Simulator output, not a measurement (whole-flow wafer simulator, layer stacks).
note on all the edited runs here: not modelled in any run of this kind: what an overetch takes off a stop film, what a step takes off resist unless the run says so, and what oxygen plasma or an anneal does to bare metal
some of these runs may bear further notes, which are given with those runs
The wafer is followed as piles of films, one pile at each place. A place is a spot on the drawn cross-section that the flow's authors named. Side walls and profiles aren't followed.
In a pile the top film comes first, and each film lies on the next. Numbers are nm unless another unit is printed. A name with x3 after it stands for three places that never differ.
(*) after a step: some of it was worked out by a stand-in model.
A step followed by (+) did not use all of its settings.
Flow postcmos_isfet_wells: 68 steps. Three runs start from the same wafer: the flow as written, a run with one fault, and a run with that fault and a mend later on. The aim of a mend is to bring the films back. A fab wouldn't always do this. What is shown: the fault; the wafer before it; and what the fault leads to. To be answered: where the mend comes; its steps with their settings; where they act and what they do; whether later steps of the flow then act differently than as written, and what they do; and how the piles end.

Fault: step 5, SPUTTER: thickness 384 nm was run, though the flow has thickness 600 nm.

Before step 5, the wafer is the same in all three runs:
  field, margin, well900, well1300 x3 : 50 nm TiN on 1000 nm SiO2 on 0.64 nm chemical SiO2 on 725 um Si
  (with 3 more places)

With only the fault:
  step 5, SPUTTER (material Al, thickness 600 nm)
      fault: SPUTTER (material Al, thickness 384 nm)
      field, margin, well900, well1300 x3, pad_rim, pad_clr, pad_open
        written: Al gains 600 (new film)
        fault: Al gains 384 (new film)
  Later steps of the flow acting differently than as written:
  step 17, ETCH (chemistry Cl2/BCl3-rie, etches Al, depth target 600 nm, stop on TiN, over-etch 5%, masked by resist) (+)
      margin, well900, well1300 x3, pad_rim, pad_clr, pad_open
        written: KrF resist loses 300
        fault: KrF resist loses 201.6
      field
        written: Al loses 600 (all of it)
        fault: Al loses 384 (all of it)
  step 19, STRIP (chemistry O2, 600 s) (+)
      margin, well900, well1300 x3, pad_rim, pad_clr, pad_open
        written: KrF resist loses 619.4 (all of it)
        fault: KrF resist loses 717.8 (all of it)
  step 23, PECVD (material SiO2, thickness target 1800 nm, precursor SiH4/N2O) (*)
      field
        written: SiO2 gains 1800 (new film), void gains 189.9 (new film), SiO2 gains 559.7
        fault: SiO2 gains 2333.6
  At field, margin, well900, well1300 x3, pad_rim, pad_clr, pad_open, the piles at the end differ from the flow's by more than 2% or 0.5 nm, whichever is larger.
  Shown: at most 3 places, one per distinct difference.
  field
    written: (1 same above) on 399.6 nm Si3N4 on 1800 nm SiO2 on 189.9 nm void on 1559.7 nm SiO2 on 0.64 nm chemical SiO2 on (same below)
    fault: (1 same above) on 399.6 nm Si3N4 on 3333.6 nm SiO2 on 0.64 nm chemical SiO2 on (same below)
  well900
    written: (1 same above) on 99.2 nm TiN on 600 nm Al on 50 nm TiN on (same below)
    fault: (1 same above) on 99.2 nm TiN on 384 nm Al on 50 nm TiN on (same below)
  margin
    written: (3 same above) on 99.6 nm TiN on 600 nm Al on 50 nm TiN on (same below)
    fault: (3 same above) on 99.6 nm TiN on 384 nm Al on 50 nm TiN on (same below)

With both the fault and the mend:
  The mend follows step 5.
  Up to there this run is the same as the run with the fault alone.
  step 5a, SPUTTER (material Al, thickness 216 nm) (the flow's step 5, run once more with other settings)
      field, margin, well900, well1300 x3, pad_rim, pad_clr, pad_open
        Al gains 216
  None of the later steps of the flow acts differently than as written at any place that is followed.
  At every place that both follow, the piles at the end match the flow's.
